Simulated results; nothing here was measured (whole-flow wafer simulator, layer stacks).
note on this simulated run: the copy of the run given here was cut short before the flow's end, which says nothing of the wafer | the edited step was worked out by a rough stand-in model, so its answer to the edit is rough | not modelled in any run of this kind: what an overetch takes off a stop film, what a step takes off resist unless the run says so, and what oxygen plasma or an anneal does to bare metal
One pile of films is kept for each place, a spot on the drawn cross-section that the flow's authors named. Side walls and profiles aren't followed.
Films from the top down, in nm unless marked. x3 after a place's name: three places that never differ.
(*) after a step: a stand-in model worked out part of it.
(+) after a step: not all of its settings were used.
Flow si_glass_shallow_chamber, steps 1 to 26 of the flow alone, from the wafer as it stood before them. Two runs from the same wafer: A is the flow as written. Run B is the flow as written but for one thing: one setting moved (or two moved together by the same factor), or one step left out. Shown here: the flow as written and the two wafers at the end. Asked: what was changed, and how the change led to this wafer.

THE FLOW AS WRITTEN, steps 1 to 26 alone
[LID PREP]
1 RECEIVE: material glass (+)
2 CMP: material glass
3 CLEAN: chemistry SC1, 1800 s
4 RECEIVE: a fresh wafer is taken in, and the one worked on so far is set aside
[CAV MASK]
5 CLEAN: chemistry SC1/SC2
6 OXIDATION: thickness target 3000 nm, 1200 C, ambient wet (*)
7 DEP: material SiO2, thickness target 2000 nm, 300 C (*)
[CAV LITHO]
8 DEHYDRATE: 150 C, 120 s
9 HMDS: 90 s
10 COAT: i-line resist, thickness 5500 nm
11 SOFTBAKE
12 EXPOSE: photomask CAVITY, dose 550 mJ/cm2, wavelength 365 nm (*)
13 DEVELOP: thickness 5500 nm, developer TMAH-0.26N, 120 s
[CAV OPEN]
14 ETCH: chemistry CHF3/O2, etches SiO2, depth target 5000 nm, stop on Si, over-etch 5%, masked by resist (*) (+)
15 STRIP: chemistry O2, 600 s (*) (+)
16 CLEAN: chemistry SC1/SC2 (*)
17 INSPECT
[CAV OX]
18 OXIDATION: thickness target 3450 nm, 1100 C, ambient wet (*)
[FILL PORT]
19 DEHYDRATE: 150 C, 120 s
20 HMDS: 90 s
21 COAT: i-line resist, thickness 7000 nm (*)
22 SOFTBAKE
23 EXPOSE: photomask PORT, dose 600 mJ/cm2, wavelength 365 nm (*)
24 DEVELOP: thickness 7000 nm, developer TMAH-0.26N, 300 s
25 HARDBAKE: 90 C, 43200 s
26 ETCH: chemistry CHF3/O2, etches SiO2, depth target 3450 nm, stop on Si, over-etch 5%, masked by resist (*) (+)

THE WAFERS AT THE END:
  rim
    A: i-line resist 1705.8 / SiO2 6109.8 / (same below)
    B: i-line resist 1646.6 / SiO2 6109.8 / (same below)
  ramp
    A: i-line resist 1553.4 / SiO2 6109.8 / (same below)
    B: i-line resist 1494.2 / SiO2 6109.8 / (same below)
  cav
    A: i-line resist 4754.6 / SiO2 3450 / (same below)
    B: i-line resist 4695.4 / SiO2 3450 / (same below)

The cause: step 26, ETCH: over-etch 7.06% was run, where the flow has over-etch 5%.

How the change led to this, step by step:
  26 ETCH: chemistry CHF3/O2, etches SiO2, depth target 3450 nm, stop on Si, over-etch 5%, masked by resist (*) (+)
      port: A SiO2 -3450 (all of it), Si -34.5 | B SiO2 -3450 (all of it), Si -48.7
